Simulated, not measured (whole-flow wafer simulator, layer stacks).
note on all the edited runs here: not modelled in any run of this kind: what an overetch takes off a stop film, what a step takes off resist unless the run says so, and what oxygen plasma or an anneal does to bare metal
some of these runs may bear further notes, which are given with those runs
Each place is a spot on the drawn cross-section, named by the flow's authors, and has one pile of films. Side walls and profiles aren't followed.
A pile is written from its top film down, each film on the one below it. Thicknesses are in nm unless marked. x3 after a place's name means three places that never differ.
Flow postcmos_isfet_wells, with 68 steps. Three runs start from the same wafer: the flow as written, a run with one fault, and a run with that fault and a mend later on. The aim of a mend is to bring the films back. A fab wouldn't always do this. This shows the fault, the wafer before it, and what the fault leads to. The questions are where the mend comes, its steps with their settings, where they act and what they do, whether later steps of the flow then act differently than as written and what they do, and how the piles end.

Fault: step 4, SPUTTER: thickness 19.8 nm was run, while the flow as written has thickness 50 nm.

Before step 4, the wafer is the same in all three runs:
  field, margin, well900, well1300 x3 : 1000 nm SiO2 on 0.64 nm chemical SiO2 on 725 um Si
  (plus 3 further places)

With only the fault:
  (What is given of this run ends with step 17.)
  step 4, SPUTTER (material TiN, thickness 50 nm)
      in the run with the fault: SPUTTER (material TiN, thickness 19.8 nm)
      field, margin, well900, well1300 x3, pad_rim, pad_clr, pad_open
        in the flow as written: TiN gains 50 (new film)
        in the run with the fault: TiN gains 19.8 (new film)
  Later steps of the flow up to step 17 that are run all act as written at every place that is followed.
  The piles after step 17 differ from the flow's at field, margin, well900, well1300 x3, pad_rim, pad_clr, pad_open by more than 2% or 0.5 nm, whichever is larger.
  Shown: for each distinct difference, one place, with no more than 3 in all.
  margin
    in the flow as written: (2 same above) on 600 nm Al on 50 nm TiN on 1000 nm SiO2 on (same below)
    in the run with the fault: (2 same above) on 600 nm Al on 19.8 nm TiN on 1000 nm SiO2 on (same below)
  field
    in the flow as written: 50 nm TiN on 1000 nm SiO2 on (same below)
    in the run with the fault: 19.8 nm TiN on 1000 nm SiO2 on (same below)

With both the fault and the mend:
  The mend stands after step 4.
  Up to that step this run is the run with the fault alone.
  step 4a, ETCH (chemistry peroxide tin strip, depth target 22.77 nm)
      field, margin, well900, well1300 x3, pad_rim, pad_clr, pad_open
        TiN loses 19.8 (all of it)
  step 4b, SPUTTER (material TiN, thickness 50 nm) (the flow's step 4 again)
      field, margin, well900, well1300 x3, pad_rim, pad_clr, pad_open
        TiN gains 50 (new film)
  Later steps of the flow that are run all act as written at every place that is followed.
  At every place that both follow, the piles at the end match the flow's.
